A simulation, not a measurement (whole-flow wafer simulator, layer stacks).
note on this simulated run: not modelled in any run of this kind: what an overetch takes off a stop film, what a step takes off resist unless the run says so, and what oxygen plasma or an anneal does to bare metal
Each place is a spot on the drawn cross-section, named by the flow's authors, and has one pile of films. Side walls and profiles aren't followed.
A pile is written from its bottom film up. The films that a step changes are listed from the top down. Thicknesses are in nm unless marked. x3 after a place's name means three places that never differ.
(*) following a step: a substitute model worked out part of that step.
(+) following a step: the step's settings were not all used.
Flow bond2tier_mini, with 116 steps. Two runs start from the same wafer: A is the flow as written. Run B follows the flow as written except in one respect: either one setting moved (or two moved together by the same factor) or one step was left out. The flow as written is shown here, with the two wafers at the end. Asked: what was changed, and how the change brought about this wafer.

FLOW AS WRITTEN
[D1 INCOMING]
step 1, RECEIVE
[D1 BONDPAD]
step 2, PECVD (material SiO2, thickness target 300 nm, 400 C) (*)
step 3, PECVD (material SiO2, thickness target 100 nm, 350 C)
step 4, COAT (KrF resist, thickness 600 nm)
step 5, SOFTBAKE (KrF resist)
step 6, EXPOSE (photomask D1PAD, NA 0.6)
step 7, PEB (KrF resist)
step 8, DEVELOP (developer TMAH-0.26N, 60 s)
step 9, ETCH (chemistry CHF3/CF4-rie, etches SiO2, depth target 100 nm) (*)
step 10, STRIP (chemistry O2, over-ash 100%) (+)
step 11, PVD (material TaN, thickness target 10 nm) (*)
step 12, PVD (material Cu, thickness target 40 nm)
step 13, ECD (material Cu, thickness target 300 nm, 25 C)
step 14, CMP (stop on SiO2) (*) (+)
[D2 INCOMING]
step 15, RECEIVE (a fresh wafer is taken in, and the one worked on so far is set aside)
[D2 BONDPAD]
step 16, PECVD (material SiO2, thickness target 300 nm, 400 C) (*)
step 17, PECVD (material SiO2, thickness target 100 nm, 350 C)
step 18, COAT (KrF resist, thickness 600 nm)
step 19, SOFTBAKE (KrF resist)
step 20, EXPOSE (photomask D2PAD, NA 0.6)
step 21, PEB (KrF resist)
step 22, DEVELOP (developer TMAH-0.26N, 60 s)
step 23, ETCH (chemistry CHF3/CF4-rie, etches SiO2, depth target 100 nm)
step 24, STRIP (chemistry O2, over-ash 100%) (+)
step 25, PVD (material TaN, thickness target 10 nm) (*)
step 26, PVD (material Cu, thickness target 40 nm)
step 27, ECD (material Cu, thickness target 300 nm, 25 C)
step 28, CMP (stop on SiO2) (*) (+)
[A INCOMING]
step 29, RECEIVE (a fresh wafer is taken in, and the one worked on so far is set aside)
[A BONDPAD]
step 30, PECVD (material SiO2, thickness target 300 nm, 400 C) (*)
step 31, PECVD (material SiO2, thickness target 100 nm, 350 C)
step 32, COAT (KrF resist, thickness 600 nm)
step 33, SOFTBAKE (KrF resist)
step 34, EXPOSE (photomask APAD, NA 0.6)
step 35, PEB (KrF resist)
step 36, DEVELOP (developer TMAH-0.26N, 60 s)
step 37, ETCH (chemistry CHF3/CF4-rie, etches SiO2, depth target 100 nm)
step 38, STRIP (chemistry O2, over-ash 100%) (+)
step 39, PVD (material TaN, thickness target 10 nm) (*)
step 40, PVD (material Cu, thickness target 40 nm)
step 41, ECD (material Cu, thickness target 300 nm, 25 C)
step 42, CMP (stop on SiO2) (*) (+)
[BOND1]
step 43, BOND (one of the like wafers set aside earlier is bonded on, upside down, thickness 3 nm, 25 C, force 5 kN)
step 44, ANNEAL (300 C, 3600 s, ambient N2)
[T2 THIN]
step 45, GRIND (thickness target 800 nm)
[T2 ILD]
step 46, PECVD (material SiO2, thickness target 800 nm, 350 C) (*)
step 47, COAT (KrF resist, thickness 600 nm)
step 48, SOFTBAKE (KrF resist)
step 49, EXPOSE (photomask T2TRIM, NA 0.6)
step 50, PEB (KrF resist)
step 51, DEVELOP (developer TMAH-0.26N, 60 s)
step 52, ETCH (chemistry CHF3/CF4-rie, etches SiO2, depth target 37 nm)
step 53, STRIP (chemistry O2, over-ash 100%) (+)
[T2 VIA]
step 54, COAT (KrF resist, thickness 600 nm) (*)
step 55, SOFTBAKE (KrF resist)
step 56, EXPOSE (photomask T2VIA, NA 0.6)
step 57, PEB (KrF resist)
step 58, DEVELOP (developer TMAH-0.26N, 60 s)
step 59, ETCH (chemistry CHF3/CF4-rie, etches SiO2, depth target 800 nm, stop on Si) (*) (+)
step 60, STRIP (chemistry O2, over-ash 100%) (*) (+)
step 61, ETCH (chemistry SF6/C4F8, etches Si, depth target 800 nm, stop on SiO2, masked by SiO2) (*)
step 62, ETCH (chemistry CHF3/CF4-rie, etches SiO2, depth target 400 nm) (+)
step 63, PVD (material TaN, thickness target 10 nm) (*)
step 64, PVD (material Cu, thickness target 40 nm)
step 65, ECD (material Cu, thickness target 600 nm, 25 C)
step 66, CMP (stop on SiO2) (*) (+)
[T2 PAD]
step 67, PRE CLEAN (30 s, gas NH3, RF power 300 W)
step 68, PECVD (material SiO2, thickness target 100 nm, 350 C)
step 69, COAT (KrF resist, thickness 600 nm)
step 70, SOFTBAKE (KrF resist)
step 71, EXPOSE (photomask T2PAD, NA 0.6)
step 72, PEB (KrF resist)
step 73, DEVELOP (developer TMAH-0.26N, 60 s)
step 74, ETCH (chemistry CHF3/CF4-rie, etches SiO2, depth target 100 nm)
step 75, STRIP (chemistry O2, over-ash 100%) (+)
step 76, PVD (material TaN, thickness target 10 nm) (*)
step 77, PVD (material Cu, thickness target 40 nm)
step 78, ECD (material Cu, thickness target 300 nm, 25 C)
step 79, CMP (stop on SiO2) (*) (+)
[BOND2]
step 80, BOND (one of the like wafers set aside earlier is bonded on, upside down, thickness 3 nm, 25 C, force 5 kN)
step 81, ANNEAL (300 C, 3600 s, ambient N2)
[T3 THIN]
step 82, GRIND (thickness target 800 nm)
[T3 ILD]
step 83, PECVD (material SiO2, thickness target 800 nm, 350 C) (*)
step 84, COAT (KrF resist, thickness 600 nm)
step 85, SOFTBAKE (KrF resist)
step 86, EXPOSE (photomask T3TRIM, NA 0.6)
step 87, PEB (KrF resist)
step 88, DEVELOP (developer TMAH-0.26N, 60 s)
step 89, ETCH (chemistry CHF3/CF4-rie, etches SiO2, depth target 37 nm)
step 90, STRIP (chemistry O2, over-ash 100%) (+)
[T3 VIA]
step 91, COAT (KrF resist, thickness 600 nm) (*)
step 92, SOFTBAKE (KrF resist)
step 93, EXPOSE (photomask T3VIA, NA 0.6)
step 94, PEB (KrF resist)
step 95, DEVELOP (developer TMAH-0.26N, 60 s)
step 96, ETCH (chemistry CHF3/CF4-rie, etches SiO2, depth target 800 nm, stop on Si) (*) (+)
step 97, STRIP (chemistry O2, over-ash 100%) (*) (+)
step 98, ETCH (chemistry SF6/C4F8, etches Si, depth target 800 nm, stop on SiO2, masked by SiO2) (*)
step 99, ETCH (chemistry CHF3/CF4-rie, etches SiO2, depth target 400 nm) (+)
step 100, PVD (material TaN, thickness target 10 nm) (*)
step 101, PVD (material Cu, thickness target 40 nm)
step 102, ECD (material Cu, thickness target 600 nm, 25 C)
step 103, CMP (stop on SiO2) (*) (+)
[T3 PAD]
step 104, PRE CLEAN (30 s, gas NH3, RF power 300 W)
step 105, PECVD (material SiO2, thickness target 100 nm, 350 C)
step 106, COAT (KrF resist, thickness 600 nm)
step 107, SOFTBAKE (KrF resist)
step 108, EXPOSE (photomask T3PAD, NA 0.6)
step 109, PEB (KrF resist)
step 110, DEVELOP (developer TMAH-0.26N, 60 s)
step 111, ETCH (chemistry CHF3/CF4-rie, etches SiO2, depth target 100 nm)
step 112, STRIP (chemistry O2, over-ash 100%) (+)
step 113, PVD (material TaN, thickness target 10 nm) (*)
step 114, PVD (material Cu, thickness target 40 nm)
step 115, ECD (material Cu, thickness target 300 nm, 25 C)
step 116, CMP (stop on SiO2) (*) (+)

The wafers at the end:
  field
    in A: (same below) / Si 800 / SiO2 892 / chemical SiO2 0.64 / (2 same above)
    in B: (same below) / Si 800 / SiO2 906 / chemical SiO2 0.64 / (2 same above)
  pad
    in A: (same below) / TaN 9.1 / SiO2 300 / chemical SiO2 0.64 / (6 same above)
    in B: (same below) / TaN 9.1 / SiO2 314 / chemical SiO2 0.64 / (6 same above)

The reason: step 17, PECVD: thickness target 114 nm was run, whereas the flow has thickness target 100 nm.

Step by step, how the change led to this:
  step 17, PECVD (material SiO2, thickness target 100 nm, 350 C)
      field, pad, via: A SiO2 gains 100 | B SiO2 gains 114
  step 80, BOND (one of the like wafers set aside earlier is bonded on, upside down, thickness 3 nm, 25 C, force 5 kN)
      field: A Si gains 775 um (new film), chemical SiO2 gains 0.64 (new film), SiO2 gains 400 | B Si gains 775 um (new film), chemical SiO2 gains 0.64 (new film), SiO2 gains 414
      pad: A Si gains 775 um (new film), chemical SiO2 gains 0.64 (new film), SiO2 gains 300 (new film), TaN gains 9.1 (new film), Cu gains 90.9 | B Si gains 775 um (new film), chemical SiO2 gains 0.64 (new film), SiO2 gains 314 (new film), TaN gains 9.1 (new film), Cu gains 90.9
